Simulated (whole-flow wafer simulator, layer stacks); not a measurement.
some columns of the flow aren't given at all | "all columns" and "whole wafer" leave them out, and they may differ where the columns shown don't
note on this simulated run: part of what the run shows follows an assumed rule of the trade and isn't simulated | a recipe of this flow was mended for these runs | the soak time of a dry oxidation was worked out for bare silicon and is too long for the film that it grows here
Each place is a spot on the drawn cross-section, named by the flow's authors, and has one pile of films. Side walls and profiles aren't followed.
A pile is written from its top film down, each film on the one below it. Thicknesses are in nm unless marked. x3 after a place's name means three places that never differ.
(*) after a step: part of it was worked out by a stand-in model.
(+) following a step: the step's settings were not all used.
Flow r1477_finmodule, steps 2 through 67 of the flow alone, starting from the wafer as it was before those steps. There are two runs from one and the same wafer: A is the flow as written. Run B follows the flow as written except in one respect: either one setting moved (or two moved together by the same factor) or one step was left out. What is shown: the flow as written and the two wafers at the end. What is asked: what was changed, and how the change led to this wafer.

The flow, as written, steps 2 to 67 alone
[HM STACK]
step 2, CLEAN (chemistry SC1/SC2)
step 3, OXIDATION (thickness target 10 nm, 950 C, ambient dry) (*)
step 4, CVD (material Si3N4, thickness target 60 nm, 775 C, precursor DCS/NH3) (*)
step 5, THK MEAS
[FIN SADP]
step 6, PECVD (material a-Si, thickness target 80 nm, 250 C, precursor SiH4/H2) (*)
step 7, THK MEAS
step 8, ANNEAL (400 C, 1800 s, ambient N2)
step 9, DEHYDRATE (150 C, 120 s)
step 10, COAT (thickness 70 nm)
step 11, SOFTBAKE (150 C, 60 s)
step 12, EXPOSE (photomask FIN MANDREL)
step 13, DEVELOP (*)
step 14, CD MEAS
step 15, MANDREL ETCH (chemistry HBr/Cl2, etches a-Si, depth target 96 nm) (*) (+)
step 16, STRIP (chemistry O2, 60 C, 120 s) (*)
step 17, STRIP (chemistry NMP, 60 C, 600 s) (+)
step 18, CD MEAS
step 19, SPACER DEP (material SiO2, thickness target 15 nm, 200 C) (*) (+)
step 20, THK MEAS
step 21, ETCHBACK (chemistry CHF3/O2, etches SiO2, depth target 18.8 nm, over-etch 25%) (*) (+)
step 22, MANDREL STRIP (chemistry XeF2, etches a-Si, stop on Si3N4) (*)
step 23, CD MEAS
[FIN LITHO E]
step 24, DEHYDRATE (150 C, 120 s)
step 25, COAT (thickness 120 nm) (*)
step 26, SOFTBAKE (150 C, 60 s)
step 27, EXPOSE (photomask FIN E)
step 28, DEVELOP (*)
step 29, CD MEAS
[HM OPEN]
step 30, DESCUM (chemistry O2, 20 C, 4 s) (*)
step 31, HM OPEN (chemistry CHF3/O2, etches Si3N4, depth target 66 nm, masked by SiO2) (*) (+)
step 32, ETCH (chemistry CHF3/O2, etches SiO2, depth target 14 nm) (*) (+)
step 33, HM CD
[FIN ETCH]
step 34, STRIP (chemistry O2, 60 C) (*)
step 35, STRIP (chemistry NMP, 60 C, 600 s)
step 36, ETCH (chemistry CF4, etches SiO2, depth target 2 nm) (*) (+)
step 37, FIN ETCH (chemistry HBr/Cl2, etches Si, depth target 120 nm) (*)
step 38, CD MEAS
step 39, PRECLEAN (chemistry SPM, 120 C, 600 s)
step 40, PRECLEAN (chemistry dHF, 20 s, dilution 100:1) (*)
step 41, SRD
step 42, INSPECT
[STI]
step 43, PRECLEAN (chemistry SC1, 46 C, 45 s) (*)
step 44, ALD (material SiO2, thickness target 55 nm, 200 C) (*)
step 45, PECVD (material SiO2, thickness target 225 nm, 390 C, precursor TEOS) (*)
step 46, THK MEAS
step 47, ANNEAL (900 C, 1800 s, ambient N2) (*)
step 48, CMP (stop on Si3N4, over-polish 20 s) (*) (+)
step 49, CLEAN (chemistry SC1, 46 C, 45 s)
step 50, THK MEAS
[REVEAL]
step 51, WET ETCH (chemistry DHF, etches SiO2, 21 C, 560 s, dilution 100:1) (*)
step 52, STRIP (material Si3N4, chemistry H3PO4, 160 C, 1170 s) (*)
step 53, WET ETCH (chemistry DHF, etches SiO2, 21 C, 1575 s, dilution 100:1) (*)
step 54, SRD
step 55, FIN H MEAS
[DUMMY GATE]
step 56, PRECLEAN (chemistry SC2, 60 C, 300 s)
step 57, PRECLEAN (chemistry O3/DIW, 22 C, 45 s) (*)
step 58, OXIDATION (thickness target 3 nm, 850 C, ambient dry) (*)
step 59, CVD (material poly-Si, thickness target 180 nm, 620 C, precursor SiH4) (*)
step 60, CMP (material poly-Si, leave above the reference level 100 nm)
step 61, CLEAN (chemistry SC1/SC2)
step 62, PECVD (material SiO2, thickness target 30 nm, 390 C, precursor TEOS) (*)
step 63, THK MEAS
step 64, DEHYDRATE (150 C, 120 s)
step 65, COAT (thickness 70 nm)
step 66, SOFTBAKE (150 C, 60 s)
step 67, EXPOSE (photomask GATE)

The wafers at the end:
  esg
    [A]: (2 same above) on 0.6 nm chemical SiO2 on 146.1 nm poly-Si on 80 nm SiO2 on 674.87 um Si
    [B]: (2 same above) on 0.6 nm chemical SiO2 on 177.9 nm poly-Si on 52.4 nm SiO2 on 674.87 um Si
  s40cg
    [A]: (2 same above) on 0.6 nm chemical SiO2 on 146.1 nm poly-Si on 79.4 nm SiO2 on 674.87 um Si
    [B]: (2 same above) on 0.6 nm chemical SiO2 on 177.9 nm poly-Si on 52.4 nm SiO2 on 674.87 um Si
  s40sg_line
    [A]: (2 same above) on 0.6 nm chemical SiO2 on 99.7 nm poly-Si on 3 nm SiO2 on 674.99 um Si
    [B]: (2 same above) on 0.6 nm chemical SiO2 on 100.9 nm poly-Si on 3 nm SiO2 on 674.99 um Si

What caused this: step 4, CVD: thickness target 45.6 nm was run, while the flow as written has thickness target 60 nm; step 15, MANDREL ETCH: depth target 73 nm was run, where the flow has depth target 96 nm.

The path from the change to this, step by step:
  step 4, CVD (material Si3N4, thickness target 60 nm, 775 C, precursor DCS/NH3) (*)
      pad, padg, elg and 33 more: A Si3N4 gains 60 (new film) | B Si3N4 gains 45.6 (new film)
  step 15, MANDREL ETCH (chemistry HBr/Cl2, etches a-Si, depth target 96 nm) (*) (+)
      pad, padg, elg and 27 more: A a-Si loses 80 (all of it), Si3N4 loses 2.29 | B a-Si loses 73
      s40cg, s45cg, s50cg, s40co, s45co, s50co: A e-beam-resist loses 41 | B e-beam-resist loses 32.1
  step 16, STRIP (chemistry O2, 60 C, 120 s) (*)
      pad, padg, elg and 27 more: A nothing | B chemical SiO2 gains 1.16 (new film), a-Si loses 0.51
      s40cg, s45cg, s50cg, s40co, s45co, s50co: A chemical SiO2 gains 0.89 (new film), e-beam-resist loses 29 (all of it), a-Si loses 0.39 | B chemical SiO2 gains 0.73 (new film), e-beam-resist loses 37.9 (all of it), a-Si loses 0.32
  step 21, ETCHBACK (chemistry CHF3/O2, etches SiO2, depth target 18.8 nm, over-etch 25%) (*) (+)
      pad, padg, elg and 21 more: A SiO2 loses 15 (all of it), Si3N4 loses 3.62 | B SiO2 loses 15 (all of it), chemical SiO2 loses 1.16 (all of it), a-Si loses 0.53
  step 22, MANDREL STRIP (chemistry XeF2, etches a-Si, stop on Si3N4) (*)
      pad, padg, elg and 21 more: A nothing | B a-Si loses 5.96 (all of it)
      s40sg_line, s45sg_line, s50sg_line, s40so_line, s45so_line, s50so_line: A nothing | B under 1 film: chemical SiO2 loses 1.16 (all of it), a-Si loses 6.48 (all of it)
  step 25, COAT (thickness 120 nm) (*)
      s40cg, s40co: A e-beam-resist gains 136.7 (new film) | B e-beam-resist gains 123.8 (new film)
      s40sg, s40so: A e-beam-resist gains 142.6 (new film) | B e-beam-resist gains 123.8 (new film)
      (and at 14 other places as well)
  step 28, DEVELOP (*)
      s40cg, s40co: A e-beam-resist loses 136.7 (all of it) | B e-beam-resist loses 123.8 (all of it)
      s40sg, s40so: A e-beam-resist loses 142.6 (all of it) | B e-beam-resist loses 123.8 (all of it)
      (and at 14 other places as well)
  step 31, HM OPEN (chemistry CHF3/O2, etches Si3N4, depth target 66 nm, masked by SiO2) (*) (+)
      pad, padg, esg and 13 more: A Si3N4 loses 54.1 (all of it), SiO2 loses 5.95 | B Si3N4 loses 45.6 (all of it), SiO2 loses 10 (all of it), Si loses 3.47
      s40cg, s45cg, s50cg, s40co, s45co, s50co: A Si3N4 loses 60 (all of it), SiO2 loses 3 | B Si3N4 loses 45.6 (all of it), SiO2 loses 10 (all of it), Si loses 3.47
      (and at 6 other places as well)
  step 32, ETCH (chemistry CHF3/O2, etches SiO2, depth target 14 nm) (*) (+)
      pad, padg, esg and 13 more: A SiO2 loses 4.05 (all of it), Si loses 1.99 | B Si loses 2.8
      s40cg, s45cg, s50cg, s40co, s45co, s50co: A SiO2 loses 7 (all of it), Si loses 1.4 | B Si loses 2.8
      (and at 14 other places as well)
  step 34, STRIP (chemistry O2, 60 C) (*)
      elg, e40lg, e100lg, e200lg, elo, e40lo, e100lo, e200lo: A e-beam-resist loses 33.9 (all of it) | B e-beam-resist loses 42.6 (all of it)
  step 37, FIN ETCH (chemistry HBr/Cl2, etches Si, depth target 120 nm) (*)
      s40sg_line, s45sg_line, s50sg_line, s40so_line, s45so_line, s50so_line: A SiO2 loses 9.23 | B SiO2 loses 4.11 (all of it)
  step 39, PRECLEAN (chemistry SPM, 120 C, 600 s)
      s40sg_line, s45sg_line, s50sg_line, s40so_line, s45so_line, s50so_line: A nothing | B chemical SiO2 gains 0.8 (new film), Si loses 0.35
  step 40, PRECLEAN (chemistry dHF, 20 s, dilution 100:1) (*)
      s40sg_line, s45sg_line, s50sg_line, s40so_line, s45so_line, s50so_line: A SiO2 loses 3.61 | B chemical SiO2 loses 0.8 (all of it)
  step 43, PRECLEAN (chemistry SC1, 46 C, 45 s) (*)
      s40sg_line, s45sg_line, s50sg_line, s40so_line, s45so_line, s50so_line: A SiO2 loses 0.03 | B chemical SiO2 gains 0.48 (new film), Si loses 0.82
  step 44, ALD (material SiO2, thickness target 55 nm, 200 C) (*)
      s40sg_line, s45sg_line, s50sg_line, s40so_line, s45so_line, s50so_line: A SiO2 gains 55 | B SiO2 gains 55.1 (new film)
      s40cg, s45cg, s50cg, s40co, s45co, s50co: A SiO2 gains 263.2 (new film) | B SiO2 gains 182.5 (new film)
      (and at 6 other places as well)
  step 48, CMP (stop on Si3N4, over-polish 20 s) (*) (+)
      elg, e40lg, e100lg, e200lg, elo, e40lo, e100lo, e200lo: A SiO2 loses 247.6 | B SiO2 loses 269.9 (all of it), Si3N4 loses 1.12
      s40sg_line, s45sg_line, s50sg_line, s40so_line, s45so_line, s50so_line: A SiO2 loses 287 (all of it), Si3N4 loses 1.12 | B SiO2 loses 234.6
      (and at 22 other places as well)
  ... 4 further steps ...
  step 60, CMP (material poly-Si, leave above the reference level 100 nm)
      pad, padg: A poly-Si loses 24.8 | B nothing
      e200sg, e200so: A poly-Si loses 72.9 | B poly-Si loses 80
